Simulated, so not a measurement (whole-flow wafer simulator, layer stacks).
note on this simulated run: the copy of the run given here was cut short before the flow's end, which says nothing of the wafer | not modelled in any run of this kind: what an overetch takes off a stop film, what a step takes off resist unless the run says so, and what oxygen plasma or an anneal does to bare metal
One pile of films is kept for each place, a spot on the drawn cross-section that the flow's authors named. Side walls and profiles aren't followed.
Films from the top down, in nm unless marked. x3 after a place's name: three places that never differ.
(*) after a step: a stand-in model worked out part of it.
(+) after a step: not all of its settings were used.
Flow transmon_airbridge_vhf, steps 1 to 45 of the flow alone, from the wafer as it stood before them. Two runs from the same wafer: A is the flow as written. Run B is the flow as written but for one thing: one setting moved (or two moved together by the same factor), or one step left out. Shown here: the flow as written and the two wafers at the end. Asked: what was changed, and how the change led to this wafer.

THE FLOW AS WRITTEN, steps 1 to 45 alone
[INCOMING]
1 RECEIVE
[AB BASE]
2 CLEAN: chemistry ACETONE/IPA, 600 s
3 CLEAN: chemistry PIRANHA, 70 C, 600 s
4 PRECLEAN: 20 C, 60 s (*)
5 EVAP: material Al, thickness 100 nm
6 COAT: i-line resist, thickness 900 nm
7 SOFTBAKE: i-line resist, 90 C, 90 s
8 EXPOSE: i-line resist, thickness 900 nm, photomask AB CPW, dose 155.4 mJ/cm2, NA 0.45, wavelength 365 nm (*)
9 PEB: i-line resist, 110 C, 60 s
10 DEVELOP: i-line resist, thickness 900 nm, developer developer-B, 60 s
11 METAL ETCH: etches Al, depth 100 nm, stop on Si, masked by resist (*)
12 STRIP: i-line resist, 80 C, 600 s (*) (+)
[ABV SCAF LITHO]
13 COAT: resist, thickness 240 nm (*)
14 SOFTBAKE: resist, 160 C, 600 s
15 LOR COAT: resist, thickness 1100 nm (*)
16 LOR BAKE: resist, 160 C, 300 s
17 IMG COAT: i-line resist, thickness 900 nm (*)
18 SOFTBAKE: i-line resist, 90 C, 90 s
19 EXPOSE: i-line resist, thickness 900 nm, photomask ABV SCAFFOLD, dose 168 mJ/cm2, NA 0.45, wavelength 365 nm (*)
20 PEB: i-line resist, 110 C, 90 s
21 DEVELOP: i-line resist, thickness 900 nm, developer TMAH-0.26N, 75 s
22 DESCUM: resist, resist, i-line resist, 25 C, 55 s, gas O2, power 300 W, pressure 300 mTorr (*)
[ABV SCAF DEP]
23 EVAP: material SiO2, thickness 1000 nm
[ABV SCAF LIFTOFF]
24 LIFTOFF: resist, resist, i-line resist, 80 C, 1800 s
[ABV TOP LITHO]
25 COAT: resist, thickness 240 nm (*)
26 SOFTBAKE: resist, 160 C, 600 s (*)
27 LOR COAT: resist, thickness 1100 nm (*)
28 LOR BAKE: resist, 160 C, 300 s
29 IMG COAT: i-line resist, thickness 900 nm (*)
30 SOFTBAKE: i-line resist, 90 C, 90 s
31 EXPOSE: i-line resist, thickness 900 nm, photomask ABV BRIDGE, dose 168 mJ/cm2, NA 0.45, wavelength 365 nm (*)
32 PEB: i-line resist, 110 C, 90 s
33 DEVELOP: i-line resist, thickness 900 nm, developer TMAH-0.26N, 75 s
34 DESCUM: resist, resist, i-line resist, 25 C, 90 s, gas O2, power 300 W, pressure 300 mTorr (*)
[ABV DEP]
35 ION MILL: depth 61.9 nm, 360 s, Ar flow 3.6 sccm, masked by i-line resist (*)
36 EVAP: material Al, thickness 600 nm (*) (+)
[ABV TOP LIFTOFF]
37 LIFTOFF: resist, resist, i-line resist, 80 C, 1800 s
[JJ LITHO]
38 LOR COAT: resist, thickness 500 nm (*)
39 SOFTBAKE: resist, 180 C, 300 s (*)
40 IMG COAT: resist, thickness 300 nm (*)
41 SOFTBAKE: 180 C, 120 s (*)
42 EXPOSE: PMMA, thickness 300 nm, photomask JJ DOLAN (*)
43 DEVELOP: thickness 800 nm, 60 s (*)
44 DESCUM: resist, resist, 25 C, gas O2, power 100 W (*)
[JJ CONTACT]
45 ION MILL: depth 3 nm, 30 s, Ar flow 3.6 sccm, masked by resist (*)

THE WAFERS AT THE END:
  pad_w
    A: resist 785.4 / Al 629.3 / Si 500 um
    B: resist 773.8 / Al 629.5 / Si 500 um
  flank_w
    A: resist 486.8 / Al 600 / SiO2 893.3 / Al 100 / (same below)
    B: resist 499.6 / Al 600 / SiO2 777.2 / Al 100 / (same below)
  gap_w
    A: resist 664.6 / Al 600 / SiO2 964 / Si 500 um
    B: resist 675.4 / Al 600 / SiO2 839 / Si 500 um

The cause: step 23, EVAP: thickness 875 nm was run, where the flow has thickness 1000 nm.

How the change led to this, step by step:
  23 EVAP: material SiO2, thickness 1000 nm
      field x3, jj_line, ground_far and 10 more: A SiO2 +1000 (new film) | B SiO2 +875 (new film)
      flank_w, flank_e: A SiO2 +929.3 (new film) | B SiO2 +813.2 (new film)
  24 LIFTOFF: resist, resist, i-line resist, 80 C, 1800 s
      field x3, jj_line, trace_open_s x2: A SiO2 -1000 (all of it), i-line resist -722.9 (all of it), resist -1340 (all of it) | B SiO2 -875 (all of it), i-line resist -722.9 (all of it), resist -1340 (all of it)
      pad_w, pad_e: A SiO2 -1000 (all of it), i-line resist -718 (all of it), resist -1330.2 (all of it) | B SiO2 -875 (all of it), i-line resist -718 (all of it), resist -1330.2 (all of it)
      (and at 1 more place)
  25 COAT: resist, thickness 240 nm (*)
      flank_w, flank_e: A resist +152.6 (new film) | B resist +156.6 (new film)
      gap_w, gap_e: A resist +210.7 (new film) | B resist +216.1 (new film)
      (and at 5 more places)
  27 LOR COAT: resist, thickness 1100 nm (*)
      margin_s, margin_n: A resist +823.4 | B resist +853.2
      flank_w: A resist +822.6 | B resist +853.1
      (and at 2 more places)
  29 IMG COAT: i-line resist, thickness 900 nm (*)
      margin_s, margin_n: A i-line resist +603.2 (new film) | B i-line resist +642.9 (new film)
      flank_w: A i-line resist +749.9 (new film) | B i-line resist +774.1 (new film)
      (and at 5 more places)
  32 PEB: i-line resist, 110 C, 90 s
      flank_w, flank_e: A i-line resist -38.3 | B i-line resist -39.6
      gap_w, gap_e: A i-line resist -34.7 | B i-line resist -36.3
      (and at 4 more places)
  33 DEVELOP: i-line resist, thickness 900 nm, developer TMAH-0.26N, 75 s
      gap_w, gap_e: A i-line resist -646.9 (all of it), resist -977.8 | B i-line resist -675.3 (all of it), resist -994.9
      flank_w: A i-line resist -710.9 (all of it), resist -822.6 | B i-line resist -734 (all of it), resist -853.1
      (and at 3 more places)
  34 DESCUM: resist, resist, i-line resist, 25 C, 90 s, gas O2, power 300 W, pressure 300 mTorr (*)
      flank_w, flank_e: A resist -152.6 (all of it) | B resist -156.6 (all of it)
      gap_w, gap_e: A resist -210.7 (all of it) | B resist -216.1 (all of it)
      (and at 3 more places)
  37 LIFTOFF: resist, resist, i-line resist, 80 C, 1800 s
      margin_s, margin_n: A Al -600 (all of it), i-line resist -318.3 (all of it), resist -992 (all of it) | B Al -600 (all of it), i-line resist -355.9 (all of it), resist -1029 (all of it)
      ground_far: A Al -600 (all of it), i-line resist -717.9 (all of it), resist -1384.9 (all of it) | B Al -600 (all of it), i-line resist -702.4 (all of it), resist -1380.7 (all of it)
  38 LOR COAT: resist, thickness 500 nm (*)
      flank_w, flank_e: A resist +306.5 (new film) | B resist +315.4 (new film)
      margin_s, margin_n: A resist +445.3 (new film) | B resist +454.7 (new film)
  40 IMG COAT: resist, thickness 300 nm (*)
      gap_w, gap_e: A resist +245.7 | B resist +251
      margin_s, margin_n: A resist +248.7 | B resist +256.4
      (and at 1 more place)
